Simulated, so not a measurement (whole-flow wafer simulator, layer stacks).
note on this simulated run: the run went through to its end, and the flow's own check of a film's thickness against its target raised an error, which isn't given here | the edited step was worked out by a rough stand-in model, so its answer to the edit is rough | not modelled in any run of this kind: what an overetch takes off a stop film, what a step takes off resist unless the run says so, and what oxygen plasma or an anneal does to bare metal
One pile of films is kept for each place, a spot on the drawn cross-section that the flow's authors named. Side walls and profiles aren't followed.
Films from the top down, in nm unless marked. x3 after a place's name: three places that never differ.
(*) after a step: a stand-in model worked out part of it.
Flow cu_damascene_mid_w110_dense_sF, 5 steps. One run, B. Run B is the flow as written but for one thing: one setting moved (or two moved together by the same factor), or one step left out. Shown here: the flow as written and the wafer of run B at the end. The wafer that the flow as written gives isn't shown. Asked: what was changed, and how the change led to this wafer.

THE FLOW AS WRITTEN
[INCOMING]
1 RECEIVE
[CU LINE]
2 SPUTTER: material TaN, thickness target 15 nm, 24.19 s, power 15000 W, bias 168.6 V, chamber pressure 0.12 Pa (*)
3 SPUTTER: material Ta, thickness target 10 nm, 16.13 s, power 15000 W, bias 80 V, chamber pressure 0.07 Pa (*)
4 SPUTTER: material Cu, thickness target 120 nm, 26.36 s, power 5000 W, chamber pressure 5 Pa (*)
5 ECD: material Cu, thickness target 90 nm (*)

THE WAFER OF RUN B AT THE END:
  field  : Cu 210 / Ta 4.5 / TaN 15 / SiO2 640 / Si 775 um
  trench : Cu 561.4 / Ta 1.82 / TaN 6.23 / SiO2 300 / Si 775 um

The cause: step 3, SPUTTER: thickness target 4.5 nm was run, where the flow has thickness target 10 nm; step 3, SPUTTER: 7.26 s was run, where the flow has 16.13 s.
It can be read off the wafer: field has Ta 4.5, and step 3 as written asks for 10 nm.

How the change led to this, step by step:
  3 SPUTTER: material Ta, thickness target 10 nm, 16.13 s, power 15000 W, bias 80 V, chamber pressure 0.07 Pa (*)
      field: Ta +4.5 (new film) (as written it would be: Ta +10 (new film))
      trench: Ta +1.82 (new film) (as written it would be: Ta +4.05 (new film))
